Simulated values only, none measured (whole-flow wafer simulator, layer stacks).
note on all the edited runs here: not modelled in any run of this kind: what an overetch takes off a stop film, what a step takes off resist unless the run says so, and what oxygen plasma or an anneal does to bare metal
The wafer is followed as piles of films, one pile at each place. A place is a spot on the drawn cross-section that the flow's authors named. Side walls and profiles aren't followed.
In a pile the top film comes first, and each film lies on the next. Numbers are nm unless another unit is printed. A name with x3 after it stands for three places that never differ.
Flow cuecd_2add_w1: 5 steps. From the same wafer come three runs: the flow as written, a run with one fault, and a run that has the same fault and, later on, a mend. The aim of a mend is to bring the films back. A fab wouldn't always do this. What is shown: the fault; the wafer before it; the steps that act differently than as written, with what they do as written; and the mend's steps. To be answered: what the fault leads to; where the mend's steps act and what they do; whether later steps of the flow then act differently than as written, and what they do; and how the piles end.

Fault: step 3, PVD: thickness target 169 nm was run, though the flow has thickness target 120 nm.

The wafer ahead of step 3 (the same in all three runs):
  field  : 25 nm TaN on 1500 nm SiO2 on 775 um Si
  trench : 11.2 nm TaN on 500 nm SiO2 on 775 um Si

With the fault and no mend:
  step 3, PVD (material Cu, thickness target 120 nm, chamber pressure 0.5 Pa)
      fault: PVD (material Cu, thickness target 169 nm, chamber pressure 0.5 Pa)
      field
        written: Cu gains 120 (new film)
        fault: Cu gains 169 (new film)
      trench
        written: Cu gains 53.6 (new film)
        fault: Cu gains 74.3 (new film)
  Every later step of the flow that is run acts as written, at every place that is followed, to within 2% or 0.5 nm, whichever is larger.
  The piles end different from the flow's at field, trench by more than 2% or 0.5 nm, whichever is larger.
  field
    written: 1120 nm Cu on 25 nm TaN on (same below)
    fault: 1169 nm Cu on 25 nm TaN on (same below)
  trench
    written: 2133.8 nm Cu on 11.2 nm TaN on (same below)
    fault: 2182.8 nm Cu on 11.2 nm TaN on (same below)

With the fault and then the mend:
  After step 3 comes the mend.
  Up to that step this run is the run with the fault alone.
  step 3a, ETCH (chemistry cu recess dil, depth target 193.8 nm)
      field
        Cu loses 169 (all of it)
      trench
        Cu loses 74.3 (all of it)
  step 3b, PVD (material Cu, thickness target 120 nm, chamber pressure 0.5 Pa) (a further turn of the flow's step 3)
      field
        Cu gains 120 (new film)
      trench
        Cu gains 53.6 (new film)
  Every later step of the flow that is run acts as written at every place that is followed.
  By the end, the piles equal the flow's at every place that both follow.
